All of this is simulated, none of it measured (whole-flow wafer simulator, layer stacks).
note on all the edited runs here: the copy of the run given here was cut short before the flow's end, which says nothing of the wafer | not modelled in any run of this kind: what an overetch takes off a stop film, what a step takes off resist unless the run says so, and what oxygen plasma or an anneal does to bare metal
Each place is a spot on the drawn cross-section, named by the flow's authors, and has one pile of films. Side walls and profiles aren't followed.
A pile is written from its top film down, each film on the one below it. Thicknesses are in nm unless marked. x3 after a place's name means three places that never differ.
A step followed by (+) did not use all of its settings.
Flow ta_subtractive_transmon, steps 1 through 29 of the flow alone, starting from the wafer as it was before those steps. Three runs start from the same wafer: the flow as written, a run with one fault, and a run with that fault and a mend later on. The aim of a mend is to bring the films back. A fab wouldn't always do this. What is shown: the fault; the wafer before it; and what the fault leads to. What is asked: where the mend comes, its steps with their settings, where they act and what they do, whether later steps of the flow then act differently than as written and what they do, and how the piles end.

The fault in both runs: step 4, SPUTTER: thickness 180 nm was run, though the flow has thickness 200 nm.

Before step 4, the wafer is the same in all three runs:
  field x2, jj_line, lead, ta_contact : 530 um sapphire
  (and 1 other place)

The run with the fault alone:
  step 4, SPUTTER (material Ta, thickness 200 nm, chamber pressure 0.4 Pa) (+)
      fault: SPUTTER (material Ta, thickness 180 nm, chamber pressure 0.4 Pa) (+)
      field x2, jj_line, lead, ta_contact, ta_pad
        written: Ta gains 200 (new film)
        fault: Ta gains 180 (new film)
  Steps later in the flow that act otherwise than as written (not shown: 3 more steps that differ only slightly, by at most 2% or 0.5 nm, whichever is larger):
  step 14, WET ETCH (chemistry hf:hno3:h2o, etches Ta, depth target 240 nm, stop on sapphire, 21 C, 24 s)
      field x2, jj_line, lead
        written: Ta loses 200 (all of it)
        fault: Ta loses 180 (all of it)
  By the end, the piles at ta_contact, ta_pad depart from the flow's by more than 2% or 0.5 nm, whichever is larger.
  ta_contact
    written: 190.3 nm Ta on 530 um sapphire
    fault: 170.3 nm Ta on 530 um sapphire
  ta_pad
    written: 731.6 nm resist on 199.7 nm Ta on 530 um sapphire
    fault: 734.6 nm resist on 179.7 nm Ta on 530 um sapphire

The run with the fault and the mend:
  The mend follows step 5.
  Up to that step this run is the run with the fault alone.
  step 5a, SPUTTER (material Ta, thickness 20 nm, chamber pressure 0.4 Pa) (+) (the flow's step 4, run once more with other settings)
      field x2, jj_line, lead, ta_contact, ta_pad
        Ta gains 20
  Every later step of the flow that is run acts as written at every place that is followed.
  The piles end the same as the flow's at every place that both follow.
